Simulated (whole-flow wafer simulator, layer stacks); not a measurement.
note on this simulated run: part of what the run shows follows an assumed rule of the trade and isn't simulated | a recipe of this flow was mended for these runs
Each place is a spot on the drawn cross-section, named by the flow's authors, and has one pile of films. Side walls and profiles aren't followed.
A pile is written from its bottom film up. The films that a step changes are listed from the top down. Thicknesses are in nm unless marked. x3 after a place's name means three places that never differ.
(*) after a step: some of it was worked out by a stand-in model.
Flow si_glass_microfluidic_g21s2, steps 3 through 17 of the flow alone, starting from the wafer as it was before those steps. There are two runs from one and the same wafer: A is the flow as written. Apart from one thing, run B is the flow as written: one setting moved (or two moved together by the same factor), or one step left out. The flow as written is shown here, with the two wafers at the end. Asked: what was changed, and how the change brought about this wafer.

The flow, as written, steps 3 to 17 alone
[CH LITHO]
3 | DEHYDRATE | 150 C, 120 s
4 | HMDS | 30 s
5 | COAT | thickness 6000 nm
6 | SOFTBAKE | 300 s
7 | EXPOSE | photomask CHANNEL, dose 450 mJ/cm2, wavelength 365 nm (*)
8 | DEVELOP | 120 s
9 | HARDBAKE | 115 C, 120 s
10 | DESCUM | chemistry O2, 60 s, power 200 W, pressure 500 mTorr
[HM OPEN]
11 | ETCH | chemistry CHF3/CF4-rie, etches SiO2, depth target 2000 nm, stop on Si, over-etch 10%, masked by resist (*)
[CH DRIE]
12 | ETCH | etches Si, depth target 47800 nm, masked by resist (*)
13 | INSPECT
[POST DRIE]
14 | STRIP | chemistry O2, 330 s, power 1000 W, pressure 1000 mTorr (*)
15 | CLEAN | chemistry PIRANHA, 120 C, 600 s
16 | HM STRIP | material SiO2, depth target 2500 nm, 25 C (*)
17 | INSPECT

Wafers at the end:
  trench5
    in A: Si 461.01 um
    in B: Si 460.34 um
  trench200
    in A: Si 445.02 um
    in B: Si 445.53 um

Cause: step 5, COAT: thickness 3300 nm was run, while the flow as written has thickness 6000 nm.

The path from the change to this, step by step:
  5 | COAT | thickness 6000 nm
      land, trench20, trench5, trench200: A +6000 thick-i-line-resist (new film) | B +3300 thick-i-line-resist (new film)
  8 | DEVELOP | 120 s
      trench20, trench5, trench200: A -6000 thick-i-line-resist (all of it) | B -3300 thick-i-line-resist (all of it)
  9 | HARDBAKE | 115 C, 120 s
      land: A -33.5 thick-i-line-resist | B -14.4 thick-i-line-resist
  12 | ETCH | etches Si, depth target 47800 nm, masked by resist (*)
      trench5: A -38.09 um Si | B -38.75 um Si
      trench200: A -54.08 um Si | B -53.56 um Si
  14 | STRIP | chemistry O2, 330 s, power 1000 W, pressure 1000 mTorr (*)
      land: A -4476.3 thick-i-line-resist (all of it) | B -1802 thick-i-line-resist (all of it)
